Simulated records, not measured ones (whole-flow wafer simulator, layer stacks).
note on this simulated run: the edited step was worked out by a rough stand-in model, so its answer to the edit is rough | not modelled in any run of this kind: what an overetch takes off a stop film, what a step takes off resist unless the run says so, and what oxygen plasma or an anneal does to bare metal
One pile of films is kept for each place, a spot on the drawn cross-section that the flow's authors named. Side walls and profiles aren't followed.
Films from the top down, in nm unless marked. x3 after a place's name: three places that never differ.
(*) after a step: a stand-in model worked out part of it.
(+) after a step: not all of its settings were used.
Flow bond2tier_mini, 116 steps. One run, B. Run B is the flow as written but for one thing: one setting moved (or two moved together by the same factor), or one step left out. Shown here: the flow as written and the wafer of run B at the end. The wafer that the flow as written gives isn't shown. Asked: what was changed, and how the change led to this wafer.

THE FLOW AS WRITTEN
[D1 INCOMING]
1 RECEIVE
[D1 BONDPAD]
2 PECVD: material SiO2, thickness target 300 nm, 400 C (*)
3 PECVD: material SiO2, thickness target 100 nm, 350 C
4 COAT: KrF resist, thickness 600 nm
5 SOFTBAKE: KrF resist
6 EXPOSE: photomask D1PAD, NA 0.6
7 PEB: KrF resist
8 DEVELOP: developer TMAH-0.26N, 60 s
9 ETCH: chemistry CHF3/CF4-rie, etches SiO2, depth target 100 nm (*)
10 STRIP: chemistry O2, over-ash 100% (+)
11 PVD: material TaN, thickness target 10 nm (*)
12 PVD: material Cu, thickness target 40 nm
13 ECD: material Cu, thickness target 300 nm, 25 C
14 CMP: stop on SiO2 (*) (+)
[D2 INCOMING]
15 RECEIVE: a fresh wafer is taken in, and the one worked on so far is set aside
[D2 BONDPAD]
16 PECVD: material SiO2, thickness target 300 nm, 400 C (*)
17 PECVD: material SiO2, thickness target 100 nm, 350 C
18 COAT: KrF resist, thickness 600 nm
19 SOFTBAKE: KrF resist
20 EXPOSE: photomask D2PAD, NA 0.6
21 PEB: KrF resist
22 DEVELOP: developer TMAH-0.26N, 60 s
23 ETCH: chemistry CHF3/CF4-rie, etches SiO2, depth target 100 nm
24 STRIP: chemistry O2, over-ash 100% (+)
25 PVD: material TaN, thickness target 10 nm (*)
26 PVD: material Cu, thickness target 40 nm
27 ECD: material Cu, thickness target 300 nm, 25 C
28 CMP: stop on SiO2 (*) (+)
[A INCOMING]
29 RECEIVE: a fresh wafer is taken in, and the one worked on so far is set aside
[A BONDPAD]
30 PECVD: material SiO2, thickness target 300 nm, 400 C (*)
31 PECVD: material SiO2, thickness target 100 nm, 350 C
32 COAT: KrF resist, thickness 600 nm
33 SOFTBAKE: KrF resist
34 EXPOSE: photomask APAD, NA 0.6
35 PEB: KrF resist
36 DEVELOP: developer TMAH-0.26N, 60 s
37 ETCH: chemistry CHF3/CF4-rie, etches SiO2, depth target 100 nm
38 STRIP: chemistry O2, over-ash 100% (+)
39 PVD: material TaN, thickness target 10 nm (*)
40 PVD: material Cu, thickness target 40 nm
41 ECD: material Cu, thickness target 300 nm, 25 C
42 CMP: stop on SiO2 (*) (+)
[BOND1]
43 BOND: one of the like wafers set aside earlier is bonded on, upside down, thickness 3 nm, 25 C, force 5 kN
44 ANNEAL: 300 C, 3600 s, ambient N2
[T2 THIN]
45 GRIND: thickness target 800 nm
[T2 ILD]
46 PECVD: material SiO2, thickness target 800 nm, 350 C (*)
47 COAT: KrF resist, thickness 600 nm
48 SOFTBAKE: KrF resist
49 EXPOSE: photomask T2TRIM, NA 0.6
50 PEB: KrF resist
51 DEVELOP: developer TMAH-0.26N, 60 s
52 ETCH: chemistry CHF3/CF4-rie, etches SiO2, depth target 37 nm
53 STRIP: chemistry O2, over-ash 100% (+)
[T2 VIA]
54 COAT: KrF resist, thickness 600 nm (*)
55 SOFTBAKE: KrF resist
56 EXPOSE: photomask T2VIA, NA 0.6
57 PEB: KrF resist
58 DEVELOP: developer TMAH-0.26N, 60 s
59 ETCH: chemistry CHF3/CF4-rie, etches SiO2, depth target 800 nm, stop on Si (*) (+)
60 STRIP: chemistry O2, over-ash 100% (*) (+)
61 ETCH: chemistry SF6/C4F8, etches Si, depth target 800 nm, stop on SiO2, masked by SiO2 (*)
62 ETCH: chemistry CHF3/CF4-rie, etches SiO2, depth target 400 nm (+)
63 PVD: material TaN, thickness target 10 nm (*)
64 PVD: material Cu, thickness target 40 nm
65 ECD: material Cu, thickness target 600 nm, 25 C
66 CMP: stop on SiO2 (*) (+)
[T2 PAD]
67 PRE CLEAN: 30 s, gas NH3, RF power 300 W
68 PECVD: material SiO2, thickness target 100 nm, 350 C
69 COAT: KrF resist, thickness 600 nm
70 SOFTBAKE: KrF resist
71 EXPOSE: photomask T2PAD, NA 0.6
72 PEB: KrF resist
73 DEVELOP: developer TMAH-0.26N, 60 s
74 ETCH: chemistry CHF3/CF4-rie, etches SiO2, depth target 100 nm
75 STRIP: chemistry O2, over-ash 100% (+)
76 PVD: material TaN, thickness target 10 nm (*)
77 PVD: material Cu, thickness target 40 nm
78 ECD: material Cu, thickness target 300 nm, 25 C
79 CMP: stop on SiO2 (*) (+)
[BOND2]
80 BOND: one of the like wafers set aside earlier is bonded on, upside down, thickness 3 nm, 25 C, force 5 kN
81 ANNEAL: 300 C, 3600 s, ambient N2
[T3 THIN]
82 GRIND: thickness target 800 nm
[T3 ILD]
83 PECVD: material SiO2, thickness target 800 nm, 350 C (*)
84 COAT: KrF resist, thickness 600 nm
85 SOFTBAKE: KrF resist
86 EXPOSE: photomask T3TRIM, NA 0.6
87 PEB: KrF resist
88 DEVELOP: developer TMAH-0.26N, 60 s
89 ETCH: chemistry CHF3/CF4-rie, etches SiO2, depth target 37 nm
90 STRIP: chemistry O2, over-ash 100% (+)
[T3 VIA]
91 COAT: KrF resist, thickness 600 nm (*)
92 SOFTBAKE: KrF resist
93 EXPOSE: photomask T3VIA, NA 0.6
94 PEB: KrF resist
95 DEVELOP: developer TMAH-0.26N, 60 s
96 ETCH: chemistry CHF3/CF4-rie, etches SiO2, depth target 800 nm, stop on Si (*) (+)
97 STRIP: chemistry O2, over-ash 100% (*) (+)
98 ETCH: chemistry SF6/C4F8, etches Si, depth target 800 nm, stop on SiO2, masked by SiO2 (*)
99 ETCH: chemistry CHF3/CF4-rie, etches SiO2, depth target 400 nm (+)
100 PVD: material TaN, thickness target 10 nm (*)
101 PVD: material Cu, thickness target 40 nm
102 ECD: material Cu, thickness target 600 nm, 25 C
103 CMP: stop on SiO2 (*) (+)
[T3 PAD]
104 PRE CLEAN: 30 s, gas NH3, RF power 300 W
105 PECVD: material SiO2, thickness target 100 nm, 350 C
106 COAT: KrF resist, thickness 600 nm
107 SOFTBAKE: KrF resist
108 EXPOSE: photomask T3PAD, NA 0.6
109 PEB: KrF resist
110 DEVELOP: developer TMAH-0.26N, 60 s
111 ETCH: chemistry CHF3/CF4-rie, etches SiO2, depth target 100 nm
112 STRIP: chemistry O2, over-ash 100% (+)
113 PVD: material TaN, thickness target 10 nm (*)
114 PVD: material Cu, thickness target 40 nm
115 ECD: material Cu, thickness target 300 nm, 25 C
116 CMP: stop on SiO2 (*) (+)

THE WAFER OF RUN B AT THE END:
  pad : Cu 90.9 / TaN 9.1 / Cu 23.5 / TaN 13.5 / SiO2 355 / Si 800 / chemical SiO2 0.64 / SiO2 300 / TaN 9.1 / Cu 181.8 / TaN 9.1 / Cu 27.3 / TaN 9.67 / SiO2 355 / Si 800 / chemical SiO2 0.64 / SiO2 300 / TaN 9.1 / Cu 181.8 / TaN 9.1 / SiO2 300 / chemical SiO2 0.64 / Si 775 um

The cause: step 100, PVD: thickness target 14 nm was run, where the flow has thickness target 10 nm.

How the change led to this, step by step:
  100 PVD: material TaN, thickness target 10 nm (*)
      field: TaN +14 (new film) (as written it would be: TaN +10 (new film))
      pad: TaN +13.5 (new film) (as written it would be: TaN +9.67 (new film))
  103 CMP: stop on SiO2 (*) (+)
      field: Cu -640 (all of it), TaN -14 (all of it) (as written it would be: Cu -640 (all of it), TaN -10 (all of it))
